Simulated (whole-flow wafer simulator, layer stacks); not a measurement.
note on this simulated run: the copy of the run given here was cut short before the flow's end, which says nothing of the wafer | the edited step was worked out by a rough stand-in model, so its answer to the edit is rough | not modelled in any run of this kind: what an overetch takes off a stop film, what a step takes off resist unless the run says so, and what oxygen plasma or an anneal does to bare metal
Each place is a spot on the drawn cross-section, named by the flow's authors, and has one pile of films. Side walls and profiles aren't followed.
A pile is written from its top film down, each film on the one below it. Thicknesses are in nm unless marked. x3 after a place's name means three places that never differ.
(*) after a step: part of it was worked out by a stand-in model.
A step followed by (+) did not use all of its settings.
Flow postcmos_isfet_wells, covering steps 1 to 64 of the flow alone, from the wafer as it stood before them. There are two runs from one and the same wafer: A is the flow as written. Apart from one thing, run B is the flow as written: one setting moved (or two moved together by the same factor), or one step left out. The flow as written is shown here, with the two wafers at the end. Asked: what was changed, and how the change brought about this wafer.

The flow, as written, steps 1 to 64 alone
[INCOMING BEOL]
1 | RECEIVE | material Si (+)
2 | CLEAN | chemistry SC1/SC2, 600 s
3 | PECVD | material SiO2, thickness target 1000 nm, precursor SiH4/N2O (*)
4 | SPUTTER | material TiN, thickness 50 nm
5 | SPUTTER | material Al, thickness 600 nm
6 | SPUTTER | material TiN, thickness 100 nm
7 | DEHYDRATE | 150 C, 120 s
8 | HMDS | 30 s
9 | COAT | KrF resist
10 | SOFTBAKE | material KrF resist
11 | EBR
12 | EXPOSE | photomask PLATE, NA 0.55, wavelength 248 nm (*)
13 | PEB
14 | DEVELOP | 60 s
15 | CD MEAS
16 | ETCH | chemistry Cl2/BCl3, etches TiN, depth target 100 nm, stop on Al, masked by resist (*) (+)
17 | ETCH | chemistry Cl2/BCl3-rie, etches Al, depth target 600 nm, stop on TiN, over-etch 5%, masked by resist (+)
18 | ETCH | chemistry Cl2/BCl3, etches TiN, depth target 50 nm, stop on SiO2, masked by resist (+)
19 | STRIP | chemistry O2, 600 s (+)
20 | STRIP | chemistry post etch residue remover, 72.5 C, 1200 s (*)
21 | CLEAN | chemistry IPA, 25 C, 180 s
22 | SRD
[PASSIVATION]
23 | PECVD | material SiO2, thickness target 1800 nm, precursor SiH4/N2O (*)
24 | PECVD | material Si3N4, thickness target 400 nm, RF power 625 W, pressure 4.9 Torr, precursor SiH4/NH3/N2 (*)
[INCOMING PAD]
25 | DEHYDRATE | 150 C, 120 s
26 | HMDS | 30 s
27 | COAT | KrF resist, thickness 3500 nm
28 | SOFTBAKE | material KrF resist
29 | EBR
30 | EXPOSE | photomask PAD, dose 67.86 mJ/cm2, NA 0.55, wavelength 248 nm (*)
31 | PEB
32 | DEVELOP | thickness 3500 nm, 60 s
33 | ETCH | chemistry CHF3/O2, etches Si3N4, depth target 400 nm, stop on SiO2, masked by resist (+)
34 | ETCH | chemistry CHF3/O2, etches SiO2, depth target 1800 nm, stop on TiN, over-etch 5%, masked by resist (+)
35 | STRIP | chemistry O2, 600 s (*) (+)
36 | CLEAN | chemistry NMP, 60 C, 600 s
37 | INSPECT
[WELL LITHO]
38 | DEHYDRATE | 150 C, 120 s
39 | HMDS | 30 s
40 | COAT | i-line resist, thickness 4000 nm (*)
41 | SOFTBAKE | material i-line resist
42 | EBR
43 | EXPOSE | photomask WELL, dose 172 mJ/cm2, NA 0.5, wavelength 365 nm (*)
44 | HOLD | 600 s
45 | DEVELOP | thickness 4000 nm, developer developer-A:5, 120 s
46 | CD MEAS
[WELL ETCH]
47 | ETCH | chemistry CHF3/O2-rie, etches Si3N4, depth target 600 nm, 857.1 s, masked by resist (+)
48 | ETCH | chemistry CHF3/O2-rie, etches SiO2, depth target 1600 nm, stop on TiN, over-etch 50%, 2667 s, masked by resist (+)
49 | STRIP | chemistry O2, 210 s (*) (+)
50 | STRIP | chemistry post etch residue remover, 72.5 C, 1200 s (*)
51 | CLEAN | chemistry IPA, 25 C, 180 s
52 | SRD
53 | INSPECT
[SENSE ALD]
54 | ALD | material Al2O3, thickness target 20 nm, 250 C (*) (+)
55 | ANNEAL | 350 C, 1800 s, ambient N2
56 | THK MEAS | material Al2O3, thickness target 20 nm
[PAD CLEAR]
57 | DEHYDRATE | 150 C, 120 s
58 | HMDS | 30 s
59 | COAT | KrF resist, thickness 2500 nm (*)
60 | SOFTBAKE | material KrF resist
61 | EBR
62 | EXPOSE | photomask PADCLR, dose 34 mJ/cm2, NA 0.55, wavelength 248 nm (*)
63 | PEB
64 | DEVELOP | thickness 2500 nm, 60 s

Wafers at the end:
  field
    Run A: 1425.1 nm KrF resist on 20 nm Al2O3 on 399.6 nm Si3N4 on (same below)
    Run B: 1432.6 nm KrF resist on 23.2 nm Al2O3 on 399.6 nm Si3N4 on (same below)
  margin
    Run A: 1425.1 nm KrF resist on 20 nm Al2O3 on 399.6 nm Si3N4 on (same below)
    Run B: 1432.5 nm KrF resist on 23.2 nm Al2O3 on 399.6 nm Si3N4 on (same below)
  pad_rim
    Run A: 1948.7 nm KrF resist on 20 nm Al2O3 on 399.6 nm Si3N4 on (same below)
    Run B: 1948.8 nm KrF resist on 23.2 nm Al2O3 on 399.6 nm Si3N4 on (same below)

What caused this: step 54, ALD: thickness target 23.2 nm was run, whereas the flow has thickness target 20 nm.
The wafer lets one read it off: field has Al2O3 23.2, and step 54 as written asks for 20 nm.

Step by step, how the change led to this:
  54 | ALD | material Al2O3, thickness target 20 nm, 250 C (*) (+)
      field, margin, well900, well1300 x3, pad_rim, pad_clr, pad_open: A +20 Al2O3 (new film) | B +23.2 Al2O3 (new film)
